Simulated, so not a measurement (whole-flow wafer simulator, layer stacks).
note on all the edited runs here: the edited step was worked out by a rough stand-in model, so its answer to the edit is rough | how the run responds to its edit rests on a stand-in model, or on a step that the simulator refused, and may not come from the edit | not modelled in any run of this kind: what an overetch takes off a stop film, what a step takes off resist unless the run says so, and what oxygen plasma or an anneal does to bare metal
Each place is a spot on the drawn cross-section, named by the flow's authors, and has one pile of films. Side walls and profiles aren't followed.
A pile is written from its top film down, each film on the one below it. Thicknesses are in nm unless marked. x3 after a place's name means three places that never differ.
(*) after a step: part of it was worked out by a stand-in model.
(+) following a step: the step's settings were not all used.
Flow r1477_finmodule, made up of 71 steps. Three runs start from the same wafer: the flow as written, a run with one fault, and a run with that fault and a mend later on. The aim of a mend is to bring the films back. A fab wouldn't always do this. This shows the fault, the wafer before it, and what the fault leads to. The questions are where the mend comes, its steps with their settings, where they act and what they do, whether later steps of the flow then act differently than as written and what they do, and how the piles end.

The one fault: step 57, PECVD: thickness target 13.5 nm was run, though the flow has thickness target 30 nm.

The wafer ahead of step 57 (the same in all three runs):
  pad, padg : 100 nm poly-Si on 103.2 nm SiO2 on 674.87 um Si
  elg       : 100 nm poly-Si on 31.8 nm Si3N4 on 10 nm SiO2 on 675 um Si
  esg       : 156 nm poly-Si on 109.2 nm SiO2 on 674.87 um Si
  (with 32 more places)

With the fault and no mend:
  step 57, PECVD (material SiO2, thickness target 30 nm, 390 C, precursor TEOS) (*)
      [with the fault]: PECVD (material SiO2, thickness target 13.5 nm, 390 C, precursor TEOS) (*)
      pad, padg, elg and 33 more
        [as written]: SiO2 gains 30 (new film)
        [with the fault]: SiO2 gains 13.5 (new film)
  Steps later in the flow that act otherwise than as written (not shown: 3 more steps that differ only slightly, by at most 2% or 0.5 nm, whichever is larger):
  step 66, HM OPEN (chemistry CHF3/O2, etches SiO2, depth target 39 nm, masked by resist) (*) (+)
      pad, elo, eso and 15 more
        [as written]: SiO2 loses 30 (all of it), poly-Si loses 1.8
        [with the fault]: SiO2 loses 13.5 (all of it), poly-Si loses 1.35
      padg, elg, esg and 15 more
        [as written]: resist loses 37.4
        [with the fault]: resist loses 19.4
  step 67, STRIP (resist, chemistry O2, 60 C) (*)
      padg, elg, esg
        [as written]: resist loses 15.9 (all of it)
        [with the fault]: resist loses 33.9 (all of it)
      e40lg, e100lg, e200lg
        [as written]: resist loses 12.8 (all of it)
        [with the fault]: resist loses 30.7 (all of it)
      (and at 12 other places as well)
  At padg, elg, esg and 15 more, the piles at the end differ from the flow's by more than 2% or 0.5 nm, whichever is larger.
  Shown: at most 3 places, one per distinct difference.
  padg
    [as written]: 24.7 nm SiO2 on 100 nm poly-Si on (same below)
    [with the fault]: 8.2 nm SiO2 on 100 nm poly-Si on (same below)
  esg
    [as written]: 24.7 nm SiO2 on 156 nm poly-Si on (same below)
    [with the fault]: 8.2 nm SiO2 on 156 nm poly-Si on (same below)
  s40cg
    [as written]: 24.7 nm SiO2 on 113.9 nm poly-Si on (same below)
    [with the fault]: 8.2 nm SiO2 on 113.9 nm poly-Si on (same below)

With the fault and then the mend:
  The mend stands after step 64.
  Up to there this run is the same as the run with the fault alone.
  step 64a, STRIP (resist, chemistry O2, 60 C)
      padg, elg, esg
        resist loses 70 (all of it)
      e40lg, e100lg, e200lg
        resist loses 66.9 (all of it)
      s40sg, s45sg
        resist loses 91 (all of it)
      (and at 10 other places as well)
  step 64b, PECVD (material SiO2, thickness target 16.5 nm, 390 C, precursor TEOS) (*) (a further turn of the flow's step 57, with different settings)
      pad, padg, elg and 33 more
        SiO2 gains 16.5
  step 64c, COAT (resist, thickness 70 nm) (*) (a further turn of the flow's step 60)
      e40lg, e100lg, e200lg, elo, e40lo, e100lo, e200lo
        resist gains 66.9 (new film)
      pad, padg, elg, esg
        resist gains 70 (new film)
      s40sg, s45sg, s40so, s45so
        resist gains 91 (new film)
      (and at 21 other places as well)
  step 64d, SOFTBAKE (180 C, 180 s) (*) (a further turn of the flow's step 61)
      alters no film at any place that is followed
  step 64e, EXPOSE (resist, photomask GATE) (a further turn of the flow's step 62)
      alters no film at any place that is followed
  step 64f, DEVELOP (*) (a further turn of the flow's step 63)
      elo, e40lo, e100lo, e200lo
        resist loses 66.9 (all of it)
      eso, e40so
        resist loses 129.5 (all of it)
      s40so, s45so
        resist loses 91 (all of it)
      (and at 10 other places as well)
  None of the later steps of the flow acts differently than as written at any place that is followed.
  At every place that both follow, the piles at the end match the flow's.
